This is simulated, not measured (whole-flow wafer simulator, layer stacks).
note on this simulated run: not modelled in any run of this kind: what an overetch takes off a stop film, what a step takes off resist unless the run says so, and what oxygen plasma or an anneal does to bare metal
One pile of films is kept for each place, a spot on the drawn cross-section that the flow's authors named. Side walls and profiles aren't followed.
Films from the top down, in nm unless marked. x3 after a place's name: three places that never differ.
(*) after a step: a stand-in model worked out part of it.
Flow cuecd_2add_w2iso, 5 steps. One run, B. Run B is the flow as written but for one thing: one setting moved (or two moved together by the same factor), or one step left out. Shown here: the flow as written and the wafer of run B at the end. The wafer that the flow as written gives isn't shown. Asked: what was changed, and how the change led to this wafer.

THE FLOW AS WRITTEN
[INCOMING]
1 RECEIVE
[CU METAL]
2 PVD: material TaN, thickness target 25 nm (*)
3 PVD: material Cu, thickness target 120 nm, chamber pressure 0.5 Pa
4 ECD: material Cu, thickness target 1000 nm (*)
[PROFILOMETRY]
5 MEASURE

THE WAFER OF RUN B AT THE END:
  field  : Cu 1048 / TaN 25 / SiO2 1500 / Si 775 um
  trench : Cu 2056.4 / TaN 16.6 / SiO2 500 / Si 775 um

The cause: step 3, PVD: thickness target 48 nm was run, where the flow has thickness target 120 nm.

How the change led to this, step by step:
  3 PVD: material Cu, thickness target 120 nm, chamber pressure 0.5 Pa
      field: Cu +48 (new film) (as written it would be: Cu +120 (new film))
      trench: Cu +32.5 (new film) (as written it would be: Cu +80.8 (new film))
